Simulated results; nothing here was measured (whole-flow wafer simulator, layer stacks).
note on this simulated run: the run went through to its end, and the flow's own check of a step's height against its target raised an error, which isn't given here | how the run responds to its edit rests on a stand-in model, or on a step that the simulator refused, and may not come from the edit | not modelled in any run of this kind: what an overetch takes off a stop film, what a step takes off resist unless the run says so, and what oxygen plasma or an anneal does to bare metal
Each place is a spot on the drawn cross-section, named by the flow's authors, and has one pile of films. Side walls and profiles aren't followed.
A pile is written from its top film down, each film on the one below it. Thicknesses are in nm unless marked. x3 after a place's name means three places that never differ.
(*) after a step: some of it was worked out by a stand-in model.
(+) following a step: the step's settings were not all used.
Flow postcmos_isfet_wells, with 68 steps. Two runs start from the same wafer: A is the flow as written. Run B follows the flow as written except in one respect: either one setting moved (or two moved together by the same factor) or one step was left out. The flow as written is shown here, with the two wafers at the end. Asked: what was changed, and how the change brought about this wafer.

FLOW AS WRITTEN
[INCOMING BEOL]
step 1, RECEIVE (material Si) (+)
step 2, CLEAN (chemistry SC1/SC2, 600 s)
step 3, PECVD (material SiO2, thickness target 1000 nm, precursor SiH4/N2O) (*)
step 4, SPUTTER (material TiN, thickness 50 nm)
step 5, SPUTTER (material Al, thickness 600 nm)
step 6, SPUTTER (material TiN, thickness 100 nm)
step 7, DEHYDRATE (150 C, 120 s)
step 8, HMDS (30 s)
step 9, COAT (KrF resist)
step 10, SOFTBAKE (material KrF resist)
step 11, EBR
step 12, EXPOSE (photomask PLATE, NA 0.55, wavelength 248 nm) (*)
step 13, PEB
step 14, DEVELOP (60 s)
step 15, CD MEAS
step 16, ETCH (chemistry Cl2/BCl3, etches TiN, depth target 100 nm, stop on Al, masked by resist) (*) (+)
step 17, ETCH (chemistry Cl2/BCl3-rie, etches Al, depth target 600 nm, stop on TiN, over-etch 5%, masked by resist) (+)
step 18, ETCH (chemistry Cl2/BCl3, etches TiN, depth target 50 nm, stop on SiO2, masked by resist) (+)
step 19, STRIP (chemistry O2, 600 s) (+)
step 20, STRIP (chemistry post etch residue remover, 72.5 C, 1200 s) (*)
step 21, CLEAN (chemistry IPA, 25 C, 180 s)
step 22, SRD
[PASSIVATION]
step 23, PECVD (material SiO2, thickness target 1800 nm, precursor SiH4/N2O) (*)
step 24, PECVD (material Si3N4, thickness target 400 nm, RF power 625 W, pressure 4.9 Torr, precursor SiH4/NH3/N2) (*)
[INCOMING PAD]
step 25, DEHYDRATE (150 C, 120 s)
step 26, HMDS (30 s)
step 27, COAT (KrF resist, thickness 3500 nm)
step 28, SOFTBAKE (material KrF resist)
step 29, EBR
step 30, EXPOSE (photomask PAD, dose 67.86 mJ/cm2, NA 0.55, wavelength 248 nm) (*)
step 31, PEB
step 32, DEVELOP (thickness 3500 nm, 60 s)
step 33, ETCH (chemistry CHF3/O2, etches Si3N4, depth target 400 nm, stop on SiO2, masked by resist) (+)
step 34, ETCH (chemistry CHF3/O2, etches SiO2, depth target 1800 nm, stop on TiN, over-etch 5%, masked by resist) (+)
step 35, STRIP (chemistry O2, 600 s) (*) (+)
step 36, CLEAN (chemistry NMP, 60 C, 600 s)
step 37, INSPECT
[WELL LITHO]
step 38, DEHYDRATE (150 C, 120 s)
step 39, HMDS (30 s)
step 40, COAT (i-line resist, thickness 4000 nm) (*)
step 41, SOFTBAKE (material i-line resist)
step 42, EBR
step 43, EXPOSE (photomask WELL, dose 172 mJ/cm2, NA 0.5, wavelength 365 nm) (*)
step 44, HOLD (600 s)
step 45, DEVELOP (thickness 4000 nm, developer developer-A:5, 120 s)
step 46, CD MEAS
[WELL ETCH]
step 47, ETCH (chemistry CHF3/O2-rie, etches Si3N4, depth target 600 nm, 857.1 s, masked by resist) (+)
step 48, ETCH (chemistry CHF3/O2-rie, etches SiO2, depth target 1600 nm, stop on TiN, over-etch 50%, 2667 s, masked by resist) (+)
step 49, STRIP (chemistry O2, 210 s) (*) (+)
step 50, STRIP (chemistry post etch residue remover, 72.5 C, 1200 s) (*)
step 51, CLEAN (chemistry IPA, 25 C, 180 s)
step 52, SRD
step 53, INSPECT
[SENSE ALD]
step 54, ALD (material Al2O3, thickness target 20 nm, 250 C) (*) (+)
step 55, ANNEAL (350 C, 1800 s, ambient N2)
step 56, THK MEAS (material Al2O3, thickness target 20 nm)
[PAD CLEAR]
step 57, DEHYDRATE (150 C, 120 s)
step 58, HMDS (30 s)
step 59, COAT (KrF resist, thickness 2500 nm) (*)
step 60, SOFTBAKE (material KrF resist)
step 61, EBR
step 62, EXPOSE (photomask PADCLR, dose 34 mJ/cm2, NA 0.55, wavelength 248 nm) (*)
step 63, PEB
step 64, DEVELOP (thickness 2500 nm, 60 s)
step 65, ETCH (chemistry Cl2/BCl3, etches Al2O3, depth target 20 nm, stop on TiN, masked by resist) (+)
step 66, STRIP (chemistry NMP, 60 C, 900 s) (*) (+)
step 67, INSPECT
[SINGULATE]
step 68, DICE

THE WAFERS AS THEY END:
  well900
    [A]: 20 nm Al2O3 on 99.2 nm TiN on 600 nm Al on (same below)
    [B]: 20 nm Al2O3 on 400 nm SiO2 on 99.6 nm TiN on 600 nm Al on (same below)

The reason: step 48, ETCH: depth target 800 nm was run, though the flow has depth target 1600 nm; step 48, ETCH: 1333 s was run, where the flow has 2667 s.

How this came from the change, step by step:
  step 48, ETCH (chemistry CHF3/O2-rie, etches SiO2, depth target 1600 nm, stop on TiN, over-etch 50%, 2667 s, masked by resist) (+)
      well900, well1300 x3: A -1600 SiO2 (all of it) | B -1200 SiO2
      field, margin, pad_rim, pad_clr, pad_open: A -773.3 i-line resist | B -386.7 i-line resist
  step 49, STRIP (chemistry O2, 210 s) (*) (+)
      field, margin, pad_rim: A -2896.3 i-line resist (all of it) | B -3283 i-line resist (all of it)
      pad_clr: A -1996.5 i-line resist (all of it) | B -2383.2 i-line resist (all of it)
      (as well as at 1 more place)
  step 59, COAT (KrF resist, thickness 2500 nm) (*)
      field: A +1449 KrF resist (new film) | B +1640.3 KrF resist (new film)
      margin: A +1448.9 KrF resist (new film) | B +1640.2 KrF resist (new film)
  step 63, PEB
      field, margin: A -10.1 KrF resist | B -11.5 KrF resist
  step 66, STRIP (chemistry NMP, 60 C, 900 s) (*) (+)
      field, margin: A -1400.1 KrF resist (all of it) | B -1590 KrF resist (all of it)
